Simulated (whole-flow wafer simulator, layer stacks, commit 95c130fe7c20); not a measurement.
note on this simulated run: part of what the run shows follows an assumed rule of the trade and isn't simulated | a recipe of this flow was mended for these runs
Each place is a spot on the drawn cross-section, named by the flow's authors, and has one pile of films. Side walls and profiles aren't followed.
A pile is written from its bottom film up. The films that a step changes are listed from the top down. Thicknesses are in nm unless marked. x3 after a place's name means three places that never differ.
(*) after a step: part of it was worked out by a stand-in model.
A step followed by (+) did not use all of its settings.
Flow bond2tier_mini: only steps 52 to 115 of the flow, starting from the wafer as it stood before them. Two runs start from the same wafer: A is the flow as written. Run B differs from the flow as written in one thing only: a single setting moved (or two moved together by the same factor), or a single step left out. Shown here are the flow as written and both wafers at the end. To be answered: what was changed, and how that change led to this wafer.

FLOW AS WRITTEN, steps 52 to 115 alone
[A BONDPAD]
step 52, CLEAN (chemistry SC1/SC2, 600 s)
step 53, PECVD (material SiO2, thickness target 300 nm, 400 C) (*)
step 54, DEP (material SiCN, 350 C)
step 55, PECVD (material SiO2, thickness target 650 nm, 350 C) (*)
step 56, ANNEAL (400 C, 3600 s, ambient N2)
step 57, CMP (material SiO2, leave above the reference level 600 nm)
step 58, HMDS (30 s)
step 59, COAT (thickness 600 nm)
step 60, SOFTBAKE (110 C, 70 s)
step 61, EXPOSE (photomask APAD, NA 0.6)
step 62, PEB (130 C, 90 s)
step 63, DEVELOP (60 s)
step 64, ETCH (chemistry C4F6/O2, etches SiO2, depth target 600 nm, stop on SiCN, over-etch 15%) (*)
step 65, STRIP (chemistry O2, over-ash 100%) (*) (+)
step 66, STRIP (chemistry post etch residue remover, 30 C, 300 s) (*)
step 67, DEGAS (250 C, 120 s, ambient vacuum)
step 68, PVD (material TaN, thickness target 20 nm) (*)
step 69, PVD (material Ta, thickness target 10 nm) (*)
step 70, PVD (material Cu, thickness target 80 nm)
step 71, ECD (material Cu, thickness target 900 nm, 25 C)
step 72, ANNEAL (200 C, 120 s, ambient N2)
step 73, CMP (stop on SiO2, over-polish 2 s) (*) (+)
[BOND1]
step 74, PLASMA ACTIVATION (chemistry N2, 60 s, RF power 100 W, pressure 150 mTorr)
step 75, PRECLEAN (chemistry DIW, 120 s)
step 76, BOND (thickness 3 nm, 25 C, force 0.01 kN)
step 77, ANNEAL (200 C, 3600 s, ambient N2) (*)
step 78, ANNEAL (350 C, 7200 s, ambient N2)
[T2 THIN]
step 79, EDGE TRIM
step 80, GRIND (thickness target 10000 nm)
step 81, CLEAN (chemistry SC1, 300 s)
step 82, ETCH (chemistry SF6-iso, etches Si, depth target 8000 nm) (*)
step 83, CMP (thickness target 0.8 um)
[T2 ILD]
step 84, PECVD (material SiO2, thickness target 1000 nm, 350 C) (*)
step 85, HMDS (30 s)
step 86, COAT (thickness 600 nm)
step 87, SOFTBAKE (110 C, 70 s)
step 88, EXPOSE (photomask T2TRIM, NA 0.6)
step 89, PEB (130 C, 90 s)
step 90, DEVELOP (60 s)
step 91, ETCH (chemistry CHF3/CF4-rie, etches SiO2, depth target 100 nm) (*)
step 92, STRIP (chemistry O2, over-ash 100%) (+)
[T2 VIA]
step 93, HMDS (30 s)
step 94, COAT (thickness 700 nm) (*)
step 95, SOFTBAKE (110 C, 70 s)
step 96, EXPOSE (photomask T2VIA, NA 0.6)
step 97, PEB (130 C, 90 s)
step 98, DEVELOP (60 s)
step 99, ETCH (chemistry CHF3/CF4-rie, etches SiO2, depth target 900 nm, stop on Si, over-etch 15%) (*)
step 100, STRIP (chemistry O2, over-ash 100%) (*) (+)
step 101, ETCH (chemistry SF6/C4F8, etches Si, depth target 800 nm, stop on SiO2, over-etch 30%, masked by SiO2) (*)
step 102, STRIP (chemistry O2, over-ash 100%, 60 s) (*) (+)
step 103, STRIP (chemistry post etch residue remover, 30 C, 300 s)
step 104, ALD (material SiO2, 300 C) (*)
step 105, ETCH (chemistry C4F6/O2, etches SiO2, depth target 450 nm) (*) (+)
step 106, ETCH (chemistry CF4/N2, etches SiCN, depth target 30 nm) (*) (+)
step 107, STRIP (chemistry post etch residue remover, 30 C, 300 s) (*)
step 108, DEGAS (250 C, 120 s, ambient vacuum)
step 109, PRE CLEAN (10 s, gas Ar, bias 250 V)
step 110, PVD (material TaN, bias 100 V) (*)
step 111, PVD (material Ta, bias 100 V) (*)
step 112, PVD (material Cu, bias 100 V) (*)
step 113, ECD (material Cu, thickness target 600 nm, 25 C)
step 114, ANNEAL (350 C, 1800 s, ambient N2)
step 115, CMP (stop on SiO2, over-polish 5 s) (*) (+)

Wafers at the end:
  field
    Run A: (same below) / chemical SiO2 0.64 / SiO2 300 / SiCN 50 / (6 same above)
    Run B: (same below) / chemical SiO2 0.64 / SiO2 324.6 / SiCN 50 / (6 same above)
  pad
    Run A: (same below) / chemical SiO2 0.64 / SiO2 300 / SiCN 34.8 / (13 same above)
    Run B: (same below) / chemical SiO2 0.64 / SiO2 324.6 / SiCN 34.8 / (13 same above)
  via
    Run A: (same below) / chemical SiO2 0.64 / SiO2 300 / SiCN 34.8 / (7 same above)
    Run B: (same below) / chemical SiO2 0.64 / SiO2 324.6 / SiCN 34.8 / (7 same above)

What caused this: step 53, PECVD: thickness target 324.6 nm was run, while the flow as written has thickness target 300 nm.
The wafer lets one read it off: field has SiO2 324.6, and step 53 as written asks for 300 nm.

The path from the change to this, step by step:
  step 53, PECVD (material SiO2, thickness target 300 nm, 400 C) (*)
      field, pad, via: A SiO2 gains 300 (new film) | B SiO2 gains 324.6 (new film)
